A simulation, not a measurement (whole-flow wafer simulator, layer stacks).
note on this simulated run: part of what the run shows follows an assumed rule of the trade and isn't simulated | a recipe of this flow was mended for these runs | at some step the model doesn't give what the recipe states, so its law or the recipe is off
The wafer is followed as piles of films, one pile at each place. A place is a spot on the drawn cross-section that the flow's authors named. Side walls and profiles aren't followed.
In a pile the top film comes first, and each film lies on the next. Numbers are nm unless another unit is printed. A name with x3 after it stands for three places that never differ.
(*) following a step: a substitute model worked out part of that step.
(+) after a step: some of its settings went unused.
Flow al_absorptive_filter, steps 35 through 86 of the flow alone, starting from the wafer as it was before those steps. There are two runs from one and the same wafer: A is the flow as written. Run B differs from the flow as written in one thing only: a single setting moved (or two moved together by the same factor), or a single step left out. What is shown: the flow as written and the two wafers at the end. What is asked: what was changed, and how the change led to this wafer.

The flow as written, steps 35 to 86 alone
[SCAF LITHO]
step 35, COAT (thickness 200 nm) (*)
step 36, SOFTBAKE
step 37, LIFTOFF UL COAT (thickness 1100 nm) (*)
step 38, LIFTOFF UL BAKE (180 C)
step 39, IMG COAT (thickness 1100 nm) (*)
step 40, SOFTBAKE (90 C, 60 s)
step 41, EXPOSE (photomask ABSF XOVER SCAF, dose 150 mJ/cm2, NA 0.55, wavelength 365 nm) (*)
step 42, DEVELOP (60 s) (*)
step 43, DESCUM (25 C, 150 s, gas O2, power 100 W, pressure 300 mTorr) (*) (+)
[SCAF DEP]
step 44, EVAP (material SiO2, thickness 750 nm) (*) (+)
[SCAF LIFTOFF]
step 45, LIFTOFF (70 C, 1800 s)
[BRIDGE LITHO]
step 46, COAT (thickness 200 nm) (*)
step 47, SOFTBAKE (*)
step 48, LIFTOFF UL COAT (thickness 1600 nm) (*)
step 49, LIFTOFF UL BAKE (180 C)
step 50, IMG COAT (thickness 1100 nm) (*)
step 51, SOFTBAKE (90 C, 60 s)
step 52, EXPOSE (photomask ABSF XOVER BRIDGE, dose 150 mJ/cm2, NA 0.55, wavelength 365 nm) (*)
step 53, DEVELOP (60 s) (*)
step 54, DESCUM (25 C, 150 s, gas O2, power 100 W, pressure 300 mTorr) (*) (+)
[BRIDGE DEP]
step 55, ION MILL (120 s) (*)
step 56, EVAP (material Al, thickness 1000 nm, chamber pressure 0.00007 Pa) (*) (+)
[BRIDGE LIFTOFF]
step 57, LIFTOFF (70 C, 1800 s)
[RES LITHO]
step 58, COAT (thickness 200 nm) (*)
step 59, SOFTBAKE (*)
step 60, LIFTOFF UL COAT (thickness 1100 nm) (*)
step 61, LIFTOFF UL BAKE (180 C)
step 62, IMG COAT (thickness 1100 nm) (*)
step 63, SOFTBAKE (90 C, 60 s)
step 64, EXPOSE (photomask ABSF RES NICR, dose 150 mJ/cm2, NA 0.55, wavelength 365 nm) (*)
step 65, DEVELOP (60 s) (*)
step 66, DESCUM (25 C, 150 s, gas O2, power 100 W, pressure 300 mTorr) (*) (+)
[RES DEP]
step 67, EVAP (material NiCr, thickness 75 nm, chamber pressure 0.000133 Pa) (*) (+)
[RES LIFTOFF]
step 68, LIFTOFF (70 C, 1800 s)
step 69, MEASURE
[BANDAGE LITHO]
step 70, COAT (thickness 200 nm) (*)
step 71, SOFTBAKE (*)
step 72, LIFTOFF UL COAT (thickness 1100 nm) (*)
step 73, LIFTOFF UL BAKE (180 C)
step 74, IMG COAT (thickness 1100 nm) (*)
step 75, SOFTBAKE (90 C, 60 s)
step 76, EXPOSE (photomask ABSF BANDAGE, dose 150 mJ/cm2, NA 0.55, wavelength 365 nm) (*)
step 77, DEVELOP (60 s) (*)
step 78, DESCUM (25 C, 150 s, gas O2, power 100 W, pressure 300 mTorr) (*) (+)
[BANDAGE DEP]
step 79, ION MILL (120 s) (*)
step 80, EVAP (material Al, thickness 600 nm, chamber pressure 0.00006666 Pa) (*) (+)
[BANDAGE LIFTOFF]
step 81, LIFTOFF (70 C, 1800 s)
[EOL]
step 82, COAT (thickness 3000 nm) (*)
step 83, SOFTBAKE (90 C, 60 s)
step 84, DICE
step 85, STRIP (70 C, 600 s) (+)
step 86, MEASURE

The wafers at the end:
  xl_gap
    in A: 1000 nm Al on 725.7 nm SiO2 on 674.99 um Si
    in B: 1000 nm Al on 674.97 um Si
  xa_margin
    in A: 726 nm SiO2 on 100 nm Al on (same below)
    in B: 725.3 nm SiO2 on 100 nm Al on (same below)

The reason: step 43, DESCUM: 94 s was run, though the flow has 150 s.

The path from the change to this, step by step:
  step 43, DESCUM (25 C, 150 s, gas O2, power 100 W, pressure 300 mTorr) (*) (+)
      xl_gap: A acrylic-e-beam-resist loses 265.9 (all of it) | B acrylic-e-beam-resist loses 200
      gnd, pad_far, pad_near and 7 more: A i-line-resist loses 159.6 | B i-line-resist loses 100
  step 45, LIFTOFF (70 C, 1800 s)
      xl_gap: A nothing | B SiO2 loses 750 (all of it), acrylic-e-beam-resist loses 66 (all of it)
      gnd, xa_field, xl_land, idc_field: A SiO2 loses 750 (all of it), i-line-resist loses 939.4 (all of it), lift-off-underlayer loses 1100 (all of it), acrylic-e-beam-resist loses 200 (all of it) | B SiO2 loses 750 (all of it), i-line-resist loses 999 (all of it), lift-off-underlayer loses 1100 (all of it), acrylic-e-beam-resist loses 200 (all of it)
      (as well as at 6 more places)
  step 46, COAT (thickness 200 nm) (*)
      xl_land: A acrylic-e-beam-resist gains 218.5 (new film) | B acrylic-e-beam-resist gains 174.7 (new film)
      xl_gap: A acrylic-e-beam-resist gains 97.9 (new film) | B acrylic-e-beam-resist gains 467.8 (new film)
      (as well as at 1 more place)
  step 48, LIFTOFF UL COAT (thickness 1600 nm) (*)
      xl_gap: A lift-off-underlayer gains 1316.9 (new film) | B lift-off-underlayer gains 1621.4 (new film)
      xl_turn: A lift-off-underlayer gains 1215.9 (new film) | B lift-off-underlayer gains 1163.2 (new film)
  step 53, DEVELOP (60 s) (*)
      xl_gap: A i-line-resist loses 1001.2 (all of it), lift-off-underlayer loses 1316.9 (all of it) | B i-line-resist loses 1010.3 (all of it), lift-off-underlayer loses 1621.4 (all of it)
      xl_turn: A i-line-resist loses 967.9 (all of it), lift-off-underlayer loses 1215.9 (all of it) | B i-line-resist loses 974.7 (all of it), lift-off-underlayer loses 1163.2 (all of it)
  step 54, DESCUM (25 C, 150 s, gas O2, power 100 W, pressure 300 mTorr) (*) (+)
      gnd, pad_far, pad_near and 7 more: A i-line-resist loses 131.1 | B i-line-resist loses 280.7
      xl_land: A acrylic-e-beam-resist loses 218.5 (all of it) | B acrylic-e-beam-resist loses 174.7 (all of it)
      (as well as at 2 more places)
  step 55, ION MILL (120 s) (*)
      xl_gap: A SiO2 loses 24.3 | B Si loses 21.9
  step 57, LIFTOFF (70 C, 1800 s)
      gnd, xa_field, idc_field: A Al loses 1000 (all of it), i-line-resist loses 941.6 (all of it), lift-off-underlayer loses 1600 (all of it), acrylic-e-beam-resist loses 200 (all of it) | B Al loses 1000 (all of it), i-line-resist loses 792.1 (all of it), lift-off-underlayer loses 1600 (all of it), acrylic-e-beam-resist loses 200 (all of it)
      pad_far: A Al loses 1000 (all of it), i-line-resist loses 940.5 (all of it), lift-off-underlayer loses 1591.1 (all of it), acrylic-e-beam-resist loses 198.5 (all of it) | B Al loses 1000 (all of it), i-line-resist loses 791 (all of it), lift-off-underlayer loses 1591.1 (all of it), acrylic-e-beam-resist loses 198.5 (all of it)
      (as well as at 6 more places)
  step 58, COAT (thickness 200 nm) (*)
      xl_gap: A acrylic-e-beam-resist gains 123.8 (new film) | B acrylic-e-beam-resist gains 769.1 (new film)
      xl_turn: A acrylic-e-beam-resist gains 146.6 (new film) | B acrylic-e-beam-resist gains 127.8 (new film)
  step 60, LIFTOFF UL COAT (thickness 1100 nm) (*)
      xl_gap: A lift-off-underlayer gains 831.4 (new film) | B lift-off-underlayer gains 900.7 (new film)
  step 68, LIFTOFF (70 C, 1800 s)
      xl_gap: A NiCr loses 75 (all of it), i-line-resist loses 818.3 (all of it), lift-off-underlayer loses 831.4 (all of it), acrylic-e-beam-resist loses 123.8 (all of it) | B NiCr loses 75 (all of it), i-line-resist loses 828.2 (all of it), lift-off-underlayer loses 900.7 (all of it), acrylic-e-beam-resist loses 769.1 (all of it)
      xl_turn: A NiCr loses 75 (all of it), i-line-resist loses 760.9 (all of it), lift-off-underlayer loses 781.4 (all of it), acrylic-e-beam-resist loses 146.6 (all of it) | B NiCr loses 75 (all of it), i-line-resist loses 769.7 (all of it), lift-off-underlayer loses 767.3 (all of it), acrylic-e-beam-resist loses 127.8 (all of it)
  step 70, COAT (thickness 200 nm) (*)
      xl_gap: A acrylic-e-beam-resist gains 114.6 (new film) | B acrylic-e-beam-resist gains 662.9 (new film)
      xl_turn: A acrylic-e-beam-resist gains 144.3 (new film) | B acrylic-e-beam-resist gains 124.2 (new film)
  step 72, LIFTOFF UL COAT (thickness 1100 nm) (*)
      xl_gap: A lift-off-underlayer gains 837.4 (new film) | B lift-off-underlayer gains 981.1 (new film)
      xl_turn: A lift-off-underlayer gains 781 (new film) | B lift-off-underlayer gains 748.6 (new film)
  step 81, LIFTOFF (70 C, 1800 s)
      xl_gap: A Al loses 600 (all of it), i-line-resist loses 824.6 (all of it), lift-off-underlayer loses 837.4 (all of it), acrylic-e-beam-resist loses 114.6 (all of it) | B Al loses 600 (all of it), i-line-resist loses 838.8 (all of it), lift-off-underlayer loses 981.1 (all of it), acrylic-e-beam-resist loses 662.9 (all of it)
      xl_turn: A Al loses 600 (all of it), i-line-resist loses 766.6 (all of it), lift-off-underlayer loses 781 (all of it), acrylic-e-beam-resist loses 144.3 (all of it) | B Al loses 600 (all of it), i-line-resist loses 776.7 (all of it), lift-off-underlayer loses 748.6 (all of it), acrylic-e-beam-resist loses 124.2 (all of it)
  step 82, COAT (thickness 3000 nm) (*)
      xl_gap: A i-line-resist gains 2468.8 (new film) | B i-line-resist gains 3187.4 (new film)
  step 83, SOFTBAKE (90 C, 60 s)
      xl_gap: A i-line-resist loses 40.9 | B i-line-resist loses 36
      xl_turn: A i-line-resist loses 52 | B i-line-resist loses 43.7
  step 85, STRIP (70 C, 600 s) (+)
      xl_gap: A i-line-resist loses 2427.9 (all of it) | B i-line-resist loses 3151.4 (all of it)
